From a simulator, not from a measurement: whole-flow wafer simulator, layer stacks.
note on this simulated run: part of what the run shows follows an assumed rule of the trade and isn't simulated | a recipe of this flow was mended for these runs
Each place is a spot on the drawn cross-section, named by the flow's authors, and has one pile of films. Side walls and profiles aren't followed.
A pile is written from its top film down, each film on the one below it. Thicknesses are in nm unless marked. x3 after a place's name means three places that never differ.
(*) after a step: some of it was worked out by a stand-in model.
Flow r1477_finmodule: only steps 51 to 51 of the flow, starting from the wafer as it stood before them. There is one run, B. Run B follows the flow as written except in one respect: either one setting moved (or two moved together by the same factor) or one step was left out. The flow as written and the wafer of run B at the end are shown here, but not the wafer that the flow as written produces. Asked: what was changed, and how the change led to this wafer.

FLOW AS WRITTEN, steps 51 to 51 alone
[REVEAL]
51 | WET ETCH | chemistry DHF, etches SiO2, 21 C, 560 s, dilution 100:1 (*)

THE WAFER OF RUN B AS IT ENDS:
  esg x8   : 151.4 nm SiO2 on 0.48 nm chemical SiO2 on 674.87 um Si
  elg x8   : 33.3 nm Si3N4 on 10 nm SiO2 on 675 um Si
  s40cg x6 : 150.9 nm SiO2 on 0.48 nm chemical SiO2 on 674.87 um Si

The reason: step 51, WET ETCH: 777 s was run, whereas the flow has 560 s.

How this came from the change, step by step:
  51 | WET ETCH | chemistry DHF, etches SiO2, 21 C, 560 s, dilution 100:1 (*)
      esg x8, s40cg x6, s40sg x6: -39 SiO2 (it would be, as written: -28.1 SiO2)
      elg x8: -22.3 SiO2 (all of it), -1 Si3N4 (it would be, as written: -22.3 SiO2 (all of it), -0.41 Si3N4)
      (and at 8 other places as well)
